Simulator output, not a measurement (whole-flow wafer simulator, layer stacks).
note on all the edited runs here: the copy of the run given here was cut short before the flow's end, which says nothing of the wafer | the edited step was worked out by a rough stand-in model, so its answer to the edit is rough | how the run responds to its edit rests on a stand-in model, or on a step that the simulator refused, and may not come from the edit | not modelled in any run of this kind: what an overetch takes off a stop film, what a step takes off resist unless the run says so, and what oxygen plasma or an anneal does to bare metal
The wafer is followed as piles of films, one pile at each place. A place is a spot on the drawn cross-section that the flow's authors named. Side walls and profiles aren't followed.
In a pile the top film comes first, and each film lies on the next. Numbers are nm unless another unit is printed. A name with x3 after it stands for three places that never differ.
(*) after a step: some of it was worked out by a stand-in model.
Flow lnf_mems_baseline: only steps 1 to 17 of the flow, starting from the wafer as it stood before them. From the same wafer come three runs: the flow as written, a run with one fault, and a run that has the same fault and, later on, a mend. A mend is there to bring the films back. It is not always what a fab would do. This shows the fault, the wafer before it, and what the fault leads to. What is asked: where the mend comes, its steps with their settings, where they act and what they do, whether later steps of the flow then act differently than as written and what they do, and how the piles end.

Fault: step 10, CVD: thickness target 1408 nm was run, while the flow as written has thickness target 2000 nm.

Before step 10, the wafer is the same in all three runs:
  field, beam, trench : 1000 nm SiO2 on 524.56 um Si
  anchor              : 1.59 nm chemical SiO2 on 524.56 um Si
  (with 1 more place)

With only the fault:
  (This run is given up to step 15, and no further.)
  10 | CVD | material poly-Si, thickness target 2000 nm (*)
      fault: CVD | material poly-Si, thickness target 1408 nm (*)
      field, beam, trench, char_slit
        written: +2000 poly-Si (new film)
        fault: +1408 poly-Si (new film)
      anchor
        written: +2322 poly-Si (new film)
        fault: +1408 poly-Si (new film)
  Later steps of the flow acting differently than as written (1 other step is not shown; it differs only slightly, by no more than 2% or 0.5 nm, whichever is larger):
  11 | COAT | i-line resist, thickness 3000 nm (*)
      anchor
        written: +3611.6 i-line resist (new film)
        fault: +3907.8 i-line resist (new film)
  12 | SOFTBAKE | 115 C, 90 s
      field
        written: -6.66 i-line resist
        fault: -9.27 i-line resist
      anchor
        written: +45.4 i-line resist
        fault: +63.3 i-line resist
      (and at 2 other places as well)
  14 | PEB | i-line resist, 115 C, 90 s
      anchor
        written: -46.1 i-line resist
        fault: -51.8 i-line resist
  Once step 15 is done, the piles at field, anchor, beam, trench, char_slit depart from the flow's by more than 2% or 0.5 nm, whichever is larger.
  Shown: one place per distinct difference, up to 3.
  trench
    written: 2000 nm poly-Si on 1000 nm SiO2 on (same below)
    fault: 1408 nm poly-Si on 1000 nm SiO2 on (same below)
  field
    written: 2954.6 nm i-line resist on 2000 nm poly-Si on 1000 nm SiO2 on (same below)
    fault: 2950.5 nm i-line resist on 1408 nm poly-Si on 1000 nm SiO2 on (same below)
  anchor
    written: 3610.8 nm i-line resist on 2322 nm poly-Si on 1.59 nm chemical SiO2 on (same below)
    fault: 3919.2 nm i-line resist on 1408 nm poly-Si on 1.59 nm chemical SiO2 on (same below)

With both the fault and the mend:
  After step 10 comes the mend.
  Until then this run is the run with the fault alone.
  10a | ETCH | chemistry tmah, depth target 1814 nm
      field, anchor, beam, trench, char_slit
        -1408 poly-Si (all of it)
  10b | CLEAN | chemistry SC1/SC2 (the flow's step 1 again)
      alters no film at any place that is followed
  10c | CVD | material poly-Si, thickness target 2000 nm (*) (the flow's step 10 again)
      field, beam, trench, char_slit
        +2000 poly-Si (new film)
      anchor
        +2322 poly-Si (new film)
  Every later step of the flow that is run acts as written at every place that is followed.
  The piles end the same as the flow's at every place that both follow.
